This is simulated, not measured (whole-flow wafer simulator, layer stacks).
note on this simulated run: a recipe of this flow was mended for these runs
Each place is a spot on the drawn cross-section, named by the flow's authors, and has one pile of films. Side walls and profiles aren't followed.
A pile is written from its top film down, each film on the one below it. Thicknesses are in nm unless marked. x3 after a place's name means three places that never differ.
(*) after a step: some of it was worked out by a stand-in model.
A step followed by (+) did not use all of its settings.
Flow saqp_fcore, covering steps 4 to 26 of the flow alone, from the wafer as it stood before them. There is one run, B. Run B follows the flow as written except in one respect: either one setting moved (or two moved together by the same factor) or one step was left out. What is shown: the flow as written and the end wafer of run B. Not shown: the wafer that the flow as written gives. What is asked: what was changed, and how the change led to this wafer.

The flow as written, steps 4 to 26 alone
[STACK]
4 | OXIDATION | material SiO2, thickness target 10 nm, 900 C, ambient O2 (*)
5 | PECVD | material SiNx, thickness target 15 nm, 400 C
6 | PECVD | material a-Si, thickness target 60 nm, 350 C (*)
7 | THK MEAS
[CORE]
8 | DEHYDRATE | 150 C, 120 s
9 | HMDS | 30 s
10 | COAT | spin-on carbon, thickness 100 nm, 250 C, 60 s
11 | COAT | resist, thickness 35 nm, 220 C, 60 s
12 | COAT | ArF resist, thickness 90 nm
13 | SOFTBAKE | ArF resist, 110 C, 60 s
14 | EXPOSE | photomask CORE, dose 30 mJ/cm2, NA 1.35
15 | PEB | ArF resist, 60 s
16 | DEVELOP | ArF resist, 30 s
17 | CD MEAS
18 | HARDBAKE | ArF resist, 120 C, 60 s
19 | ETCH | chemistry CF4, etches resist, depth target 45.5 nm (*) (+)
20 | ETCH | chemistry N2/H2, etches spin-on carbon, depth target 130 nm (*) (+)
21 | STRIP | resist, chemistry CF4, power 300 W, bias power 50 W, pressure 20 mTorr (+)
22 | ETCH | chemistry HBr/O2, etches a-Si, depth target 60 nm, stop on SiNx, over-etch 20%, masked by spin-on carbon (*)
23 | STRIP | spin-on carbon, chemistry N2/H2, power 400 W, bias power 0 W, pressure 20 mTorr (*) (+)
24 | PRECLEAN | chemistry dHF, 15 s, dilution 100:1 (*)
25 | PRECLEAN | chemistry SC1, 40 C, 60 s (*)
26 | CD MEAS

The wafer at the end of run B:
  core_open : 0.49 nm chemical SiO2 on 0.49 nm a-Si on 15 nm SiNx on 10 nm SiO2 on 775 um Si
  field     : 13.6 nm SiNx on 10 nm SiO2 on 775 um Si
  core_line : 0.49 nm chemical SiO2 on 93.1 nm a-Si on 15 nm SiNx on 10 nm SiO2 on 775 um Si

Cause: step 6, PECVD: thickness target 93.8 nm was run, though the flow has thickness target 60 nm.

How this came from the change, step by step:
  6 | PECVD | material a-Si, thickness target 60 nm, 350 C (*)
      field, core_open, core_line: +93.8 a-Si (new film) (as written it would have been: +60 a-Si (new film))
  22 | ETCH | chemistry HBr/O2, etches a-Si, depth target 60 nm, stop on SiNx, over-etch 20%, masked by spin-on carbon (*)
      core_open: -72 a-Si (as written it would have been: -39.4 a-Si (all of it), -1.3 SiNx)
      field: -70.6 a-Si (all of it), -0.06 SiNx (as written it would have been: -36.8 a-Si (all of it), -1.41 SiNx)
      (also at 1 further place)
  23 | STRIP | spin-on carbon, chemistry N2/H2, power 400 W, bias power 0 W, pressure 20 mTorr (*) (+)
      core_line: -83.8 spin-on carbon (all of it) (as written it would have been: -88.8 spin-on carbon (all of it))
  24 | PRECLEAN | chemistry dHF, 15 s, dilution 100:1 (*)
      core_open: nothing (as written it would have been: -1.31 SiNx)
  25 | PRECLEAN | chemistry SC1, 40 C, 60 s (*)
      core_open: +0.49 chemical SiO2 (new film), -0.7 a-Si (as written it would have been: nothing)
